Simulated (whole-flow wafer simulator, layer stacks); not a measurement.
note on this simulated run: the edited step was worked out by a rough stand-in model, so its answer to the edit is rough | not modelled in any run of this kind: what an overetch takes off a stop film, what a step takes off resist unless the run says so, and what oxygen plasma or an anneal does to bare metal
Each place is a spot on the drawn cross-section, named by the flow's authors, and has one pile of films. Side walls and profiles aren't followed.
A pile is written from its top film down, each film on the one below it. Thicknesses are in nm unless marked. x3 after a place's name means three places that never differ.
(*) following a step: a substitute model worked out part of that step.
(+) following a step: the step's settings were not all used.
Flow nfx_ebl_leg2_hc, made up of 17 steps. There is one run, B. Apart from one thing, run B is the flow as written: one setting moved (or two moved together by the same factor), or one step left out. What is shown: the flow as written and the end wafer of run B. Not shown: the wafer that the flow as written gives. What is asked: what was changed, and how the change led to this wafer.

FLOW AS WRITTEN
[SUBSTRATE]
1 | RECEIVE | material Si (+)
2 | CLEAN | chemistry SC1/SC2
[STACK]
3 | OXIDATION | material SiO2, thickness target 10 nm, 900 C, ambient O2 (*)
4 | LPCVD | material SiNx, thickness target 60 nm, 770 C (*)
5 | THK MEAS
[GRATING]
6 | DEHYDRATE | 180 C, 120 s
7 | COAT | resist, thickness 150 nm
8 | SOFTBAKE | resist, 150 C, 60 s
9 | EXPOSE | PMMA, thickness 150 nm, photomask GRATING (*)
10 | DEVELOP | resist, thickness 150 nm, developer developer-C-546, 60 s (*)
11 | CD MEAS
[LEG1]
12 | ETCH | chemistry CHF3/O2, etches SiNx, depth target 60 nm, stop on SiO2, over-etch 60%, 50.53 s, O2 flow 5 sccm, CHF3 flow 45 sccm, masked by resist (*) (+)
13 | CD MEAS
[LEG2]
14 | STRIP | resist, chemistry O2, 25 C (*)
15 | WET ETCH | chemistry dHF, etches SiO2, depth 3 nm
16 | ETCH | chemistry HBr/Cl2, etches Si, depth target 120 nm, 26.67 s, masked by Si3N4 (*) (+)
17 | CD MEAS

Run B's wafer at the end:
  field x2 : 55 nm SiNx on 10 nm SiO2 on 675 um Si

What caused this: step 4, LPCVD: thickness target 66.4 nm was run, while the flow as written has thickness target 60 nm.

Step by step, how the change led to this:
  4 | LPCVD | material SiNx, thickness target 60 nm, 770 C (*)
      field x2, pad x2: SiNx gains 66.4 (new film) (it would be, as written: SiNx gains 60 (new film))
  12 | ETCH | chemistry CHF3/O2, etches SiNx, depth target 60 nm, stop on SiO2, over-etch 60%, 50.53 s, O2 flow 5 sccm, CHF3 flow 45 sccm, masked by resist (*) (+)
      pad x2: SiNx loses 66.4 (all of it), SiO2 loses 10 (all of it) (it would be, as written: SiNx loses 60 (all of it), SiO2 loses 10 (all of it))
